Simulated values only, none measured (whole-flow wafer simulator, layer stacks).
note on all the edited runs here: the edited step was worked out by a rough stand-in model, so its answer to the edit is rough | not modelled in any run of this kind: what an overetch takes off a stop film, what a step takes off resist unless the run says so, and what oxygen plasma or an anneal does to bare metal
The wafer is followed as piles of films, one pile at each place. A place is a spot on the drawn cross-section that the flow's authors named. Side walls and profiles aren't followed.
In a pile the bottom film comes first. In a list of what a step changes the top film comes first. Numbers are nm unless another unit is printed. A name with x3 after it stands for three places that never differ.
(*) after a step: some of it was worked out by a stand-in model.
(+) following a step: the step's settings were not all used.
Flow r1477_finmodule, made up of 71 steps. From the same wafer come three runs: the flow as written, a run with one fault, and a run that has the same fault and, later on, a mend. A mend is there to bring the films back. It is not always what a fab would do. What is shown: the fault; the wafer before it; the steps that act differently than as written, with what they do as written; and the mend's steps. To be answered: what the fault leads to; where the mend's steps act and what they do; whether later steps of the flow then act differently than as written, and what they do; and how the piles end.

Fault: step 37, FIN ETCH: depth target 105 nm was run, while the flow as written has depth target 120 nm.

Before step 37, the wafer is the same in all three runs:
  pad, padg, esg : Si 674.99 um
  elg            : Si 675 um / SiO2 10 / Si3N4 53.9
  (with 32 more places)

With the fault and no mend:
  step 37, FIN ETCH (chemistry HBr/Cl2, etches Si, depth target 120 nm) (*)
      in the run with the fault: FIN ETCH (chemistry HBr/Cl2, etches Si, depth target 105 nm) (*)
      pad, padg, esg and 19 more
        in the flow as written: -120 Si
        in the run with the fault: -105 Si
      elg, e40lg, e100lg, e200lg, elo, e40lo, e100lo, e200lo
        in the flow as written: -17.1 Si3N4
        in the run with the fault: -15 Si3N4
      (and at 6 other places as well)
  Steps later in the flow that act otherwise than as written (5 other steps are not shown; they differ only slightly, by no more than 2% or 0.5 nm, whichever is larger):
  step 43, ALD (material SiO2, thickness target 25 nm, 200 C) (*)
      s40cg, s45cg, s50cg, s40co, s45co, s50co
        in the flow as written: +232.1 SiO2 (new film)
        in the run with the fault: +218.3 SiO2 (new film)
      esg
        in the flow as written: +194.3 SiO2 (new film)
        in the run with the fault: +181.4 SiO2 (new film)
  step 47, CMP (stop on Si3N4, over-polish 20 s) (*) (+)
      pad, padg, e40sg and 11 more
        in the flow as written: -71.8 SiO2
        in the run with the fault: -86.8 SiO2
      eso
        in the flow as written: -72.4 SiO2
        in the run with the fault: -87.4 SiO2
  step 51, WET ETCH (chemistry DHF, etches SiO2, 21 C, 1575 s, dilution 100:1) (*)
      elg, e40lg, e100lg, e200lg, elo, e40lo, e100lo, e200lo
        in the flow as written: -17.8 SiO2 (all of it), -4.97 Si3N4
        in the run with the fault: -15.7 SiO2 (all of it), -5.14 Si3N4
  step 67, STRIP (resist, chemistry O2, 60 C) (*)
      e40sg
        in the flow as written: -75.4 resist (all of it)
        in the run with the fault: -77.2 resist (all of it)
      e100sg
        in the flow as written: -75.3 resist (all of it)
        in the run with the fault: -77.2 resist (all of it)
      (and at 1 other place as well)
  By the end, the piles at pad, padg, elg and 27 more depart from the flow's by more than 2% or 0.5 nm, whichever is larger.
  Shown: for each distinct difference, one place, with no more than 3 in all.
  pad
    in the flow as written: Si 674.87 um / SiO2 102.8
    in the run with the fault: Si 674.89 um / SiO2 87.9
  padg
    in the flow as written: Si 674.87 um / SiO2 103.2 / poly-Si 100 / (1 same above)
    in the run with the fault: Si 674.89 um / SiO2 88.3 / poly-Si 100 / (1 same above)
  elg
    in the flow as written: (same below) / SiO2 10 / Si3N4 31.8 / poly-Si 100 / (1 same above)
    in the run with the fault: (same below) / SiO2 10 / Si3N4 33.7 / poly-Si 100 / (1 same above)

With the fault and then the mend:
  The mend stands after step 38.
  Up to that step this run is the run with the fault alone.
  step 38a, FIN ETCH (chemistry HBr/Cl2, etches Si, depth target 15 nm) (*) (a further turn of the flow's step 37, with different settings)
      pad, padg, esg and 19 more
        -15 Si
      elg, e40lg, e100lg, e200lg, elo, e40lo, e100lo, e200lo
        -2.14 Si3N4
      s40sg_line, s45sg_line, s50sg_line, s40so_line, s45so_line, s50so_line
        -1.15 SiO2
  Every later step of the flow that is run acts as written at every place that is followed.
  The piles end the same as the flow's at every place that both follow.
